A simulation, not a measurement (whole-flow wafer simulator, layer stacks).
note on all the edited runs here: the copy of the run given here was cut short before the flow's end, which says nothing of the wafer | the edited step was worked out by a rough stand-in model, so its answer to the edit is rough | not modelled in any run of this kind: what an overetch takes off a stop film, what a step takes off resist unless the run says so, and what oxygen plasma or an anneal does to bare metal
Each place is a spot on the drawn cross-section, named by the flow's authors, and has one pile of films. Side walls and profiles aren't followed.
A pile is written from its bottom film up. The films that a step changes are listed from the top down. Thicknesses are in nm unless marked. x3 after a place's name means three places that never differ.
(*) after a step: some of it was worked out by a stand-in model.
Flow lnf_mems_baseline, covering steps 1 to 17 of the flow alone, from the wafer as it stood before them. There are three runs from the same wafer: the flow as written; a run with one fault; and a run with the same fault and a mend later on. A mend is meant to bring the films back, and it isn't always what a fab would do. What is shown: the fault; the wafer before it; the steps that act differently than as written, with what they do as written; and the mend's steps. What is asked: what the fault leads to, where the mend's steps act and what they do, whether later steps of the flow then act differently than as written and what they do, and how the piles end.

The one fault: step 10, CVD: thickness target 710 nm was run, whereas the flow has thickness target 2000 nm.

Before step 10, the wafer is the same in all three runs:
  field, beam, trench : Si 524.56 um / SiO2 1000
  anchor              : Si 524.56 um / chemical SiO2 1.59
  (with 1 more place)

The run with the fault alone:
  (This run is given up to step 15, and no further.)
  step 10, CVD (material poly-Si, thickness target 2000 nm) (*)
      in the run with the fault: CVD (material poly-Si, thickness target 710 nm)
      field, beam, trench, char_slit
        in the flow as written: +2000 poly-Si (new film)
        in the run with the fault: +710 poly-Si (new film)
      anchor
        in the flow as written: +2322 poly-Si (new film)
        in the run with the fault: +710 poly-Si (new film)
  Steps further on in the flow that do not act as written (1 more step, not shown, differs only slightly: by at most 2% or 0.5 nm, whichever is larger):
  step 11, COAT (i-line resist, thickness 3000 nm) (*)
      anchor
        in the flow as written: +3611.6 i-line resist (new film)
        in the run with the fault: +3858.8 i-line resist (new film)
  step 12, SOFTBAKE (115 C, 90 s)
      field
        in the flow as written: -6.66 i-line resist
        in the run with the fault: -14.5 i-line resist
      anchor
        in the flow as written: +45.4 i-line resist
        in the run with the fault: +95.9 i-line resist
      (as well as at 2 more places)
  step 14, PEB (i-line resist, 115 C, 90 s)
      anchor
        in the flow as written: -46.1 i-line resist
        in the run with the fault: -51.5 i-line resist
  The piles after step 15 differ from the flow's at field, anchor, beam, trench, char_slit by more than 2% or 0.5 nm, whichever is larger.
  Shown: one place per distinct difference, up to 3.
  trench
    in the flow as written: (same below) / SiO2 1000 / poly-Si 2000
    in the run with the fault: (same below) / SiO2 1000 / poly-Si 710
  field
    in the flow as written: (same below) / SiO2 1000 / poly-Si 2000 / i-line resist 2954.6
    in the run with the fault: (same below) / SiO2 1000 / poly-Si 710 / i-line resist 2942.1
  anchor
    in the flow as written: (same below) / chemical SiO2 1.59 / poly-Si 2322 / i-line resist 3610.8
    in the run with the fault: (same below) / chemical SiO2 1.59 / poly-Si 710 / i-line resist 3903.1

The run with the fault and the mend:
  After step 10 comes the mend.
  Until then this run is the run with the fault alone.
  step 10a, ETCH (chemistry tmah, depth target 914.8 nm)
      field, anchor, beam, trench, char_slit
        -710 poly-Si (all of it)
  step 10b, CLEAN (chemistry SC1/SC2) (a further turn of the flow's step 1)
      alters no film at any place that is followed
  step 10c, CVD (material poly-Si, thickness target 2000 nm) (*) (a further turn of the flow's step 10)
      field, beam, trench, char_slit
        +2000 poly-Si (new film)
      anchor
        +2322 poly-Si (new film)
  Later steps of the flow that are run all act as written at every place that is followed.
  By the end, the piles equal the flow's at every place that both follow.
